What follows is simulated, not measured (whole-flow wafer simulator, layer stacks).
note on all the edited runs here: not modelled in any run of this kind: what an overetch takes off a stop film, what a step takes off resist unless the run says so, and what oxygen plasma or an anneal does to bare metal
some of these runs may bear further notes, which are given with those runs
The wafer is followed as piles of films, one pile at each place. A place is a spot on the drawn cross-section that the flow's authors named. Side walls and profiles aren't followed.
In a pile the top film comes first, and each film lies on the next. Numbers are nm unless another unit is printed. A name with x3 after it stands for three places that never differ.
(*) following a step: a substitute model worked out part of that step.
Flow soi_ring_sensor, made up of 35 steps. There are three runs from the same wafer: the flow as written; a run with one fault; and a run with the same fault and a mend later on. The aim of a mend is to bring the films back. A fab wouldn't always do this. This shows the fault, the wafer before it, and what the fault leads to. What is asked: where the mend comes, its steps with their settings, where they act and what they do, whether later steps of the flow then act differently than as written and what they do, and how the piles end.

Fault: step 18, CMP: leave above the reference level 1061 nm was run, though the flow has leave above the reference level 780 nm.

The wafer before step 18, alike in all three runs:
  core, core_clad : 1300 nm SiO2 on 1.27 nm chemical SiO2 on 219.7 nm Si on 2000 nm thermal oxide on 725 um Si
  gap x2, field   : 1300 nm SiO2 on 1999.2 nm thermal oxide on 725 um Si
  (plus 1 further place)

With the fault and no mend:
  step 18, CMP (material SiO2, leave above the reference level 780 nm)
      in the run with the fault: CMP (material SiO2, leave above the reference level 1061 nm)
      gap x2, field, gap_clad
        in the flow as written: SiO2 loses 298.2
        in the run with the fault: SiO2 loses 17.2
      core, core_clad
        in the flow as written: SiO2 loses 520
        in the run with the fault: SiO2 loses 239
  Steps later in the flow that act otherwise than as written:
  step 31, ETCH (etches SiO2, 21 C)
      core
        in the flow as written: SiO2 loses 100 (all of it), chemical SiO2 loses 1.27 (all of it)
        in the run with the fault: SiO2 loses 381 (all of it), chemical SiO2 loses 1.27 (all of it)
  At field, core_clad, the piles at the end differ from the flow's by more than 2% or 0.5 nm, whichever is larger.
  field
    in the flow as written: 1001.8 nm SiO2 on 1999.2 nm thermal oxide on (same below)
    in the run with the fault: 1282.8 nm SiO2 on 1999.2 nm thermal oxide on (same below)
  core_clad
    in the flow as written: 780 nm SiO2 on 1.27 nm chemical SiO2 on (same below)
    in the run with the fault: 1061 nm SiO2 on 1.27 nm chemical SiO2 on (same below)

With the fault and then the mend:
  The mend stands after step 27.
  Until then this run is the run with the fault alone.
  step 27a, STRIP (i-line resist, 250 C, gas O2, power 300 W) (*)
      field, core_clad, gap_clad
        i-line resist loses 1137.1 (all of it)
  step 27b, CMP (material SiO2, leave above the reference level 780 nm) (a further turn of the flow's step 18)
      core, gap x2, field, core_clad, gap_clad
        SiO2 loses 281
  step 27c, HMDS (120 C, 60 s) (a further turn of the flow's step 21)
      alters no film at any place that is followed
  step 27d, COAT (i-line resist, thickness 1200 nm) (a further turn of the flow's step 22)
      core, gap x2, field, core_clad, gap_clad
        i-line resist gains 1200 (new film)
  step 27e, SOFTBAKE (i-line resist) (a further turn of the flow's step 23)
      alters no film at any place that is followed
  step 27f, EXPOSE (photomask WINDOW, dose 101 mJ/cm2, NA 0.5, wavelength 365 nm) (*) (a further turn of the flow's step 24)
      alters no film at any place that is followed
  step 27g, PEB (i-line resist) (a further turn of the flow's step 25)
      core, gap x2, field, core_clad, gap_clad
        i-line resist loses 62.8
  step 27h, DEVELOP (i-line resist, thickness 1200 nm, 90 s) (a further turn of the flow's step 26)
      core, gap x2
        i-line resist loses 1137.2 (all of it)
      field, core_clad, gap_clad
        i-line resist loses 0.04
  Later steps of the flow that are run all act as written at every place that is followed.
  By the end, the piles equal the flow's at every place that both follow.
